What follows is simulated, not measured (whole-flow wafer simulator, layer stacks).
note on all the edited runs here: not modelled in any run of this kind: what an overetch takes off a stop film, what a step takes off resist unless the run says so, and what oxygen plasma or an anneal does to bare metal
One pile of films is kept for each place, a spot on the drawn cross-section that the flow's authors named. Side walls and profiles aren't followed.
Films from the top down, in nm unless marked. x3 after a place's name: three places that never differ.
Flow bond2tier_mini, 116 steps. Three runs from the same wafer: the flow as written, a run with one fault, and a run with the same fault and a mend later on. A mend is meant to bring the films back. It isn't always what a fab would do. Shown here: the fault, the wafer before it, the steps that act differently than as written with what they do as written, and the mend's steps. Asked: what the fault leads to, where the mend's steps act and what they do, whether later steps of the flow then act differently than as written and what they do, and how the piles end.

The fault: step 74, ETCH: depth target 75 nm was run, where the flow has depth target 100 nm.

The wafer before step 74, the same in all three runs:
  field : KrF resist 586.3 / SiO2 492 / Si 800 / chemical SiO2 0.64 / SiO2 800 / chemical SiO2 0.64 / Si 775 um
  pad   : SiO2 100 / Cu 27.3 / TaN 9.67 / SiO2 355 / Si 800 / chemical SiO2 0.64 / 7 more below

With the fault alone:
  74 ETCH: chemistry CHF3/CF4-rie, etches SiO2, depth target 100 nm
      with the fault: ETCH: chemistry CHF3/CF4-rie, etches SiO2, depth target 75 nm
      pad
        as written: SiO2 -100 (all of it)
        with the fault: SiO2 -75
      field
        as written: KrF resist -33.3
        with the fault: KrF resist -25
  Later steps of the flow that act differently than as written (2 more steps differ only slightly, by at most 2% or 0.5 nm, whichever is larger, and aren't shown):
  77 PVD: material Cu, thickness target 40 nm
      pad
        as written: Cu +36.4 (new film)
        with the fault: Cu +37.3 (new film)
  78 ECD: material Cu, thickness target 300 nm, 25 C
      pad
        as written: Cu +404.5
        with the fault: Cu +378.4
  At the end the piles differ from the flow's by more than 2% or 0.5 nm, whichever is larger, at pad.
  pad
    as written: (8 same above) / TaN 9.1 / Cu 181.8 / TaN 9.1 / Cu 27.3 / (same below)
    with the fault: (8 same above) / TaN 9.1 / Cu 156.6 / TaN 9.32 / SiO2 25 / Cu 27.3 / (same below)

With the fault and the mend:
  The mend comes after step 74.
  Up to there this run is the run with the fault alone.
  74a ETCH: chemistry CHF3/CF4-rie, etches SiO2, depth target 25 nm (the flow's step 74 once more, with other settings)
      field
        KrF resist -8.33
      pad
        SiO2 -25 (all of it)
  No later step of the flow acts differently than as written at any place that is followed.
  At the end the piles are the same as the flow's at every place that both follow.
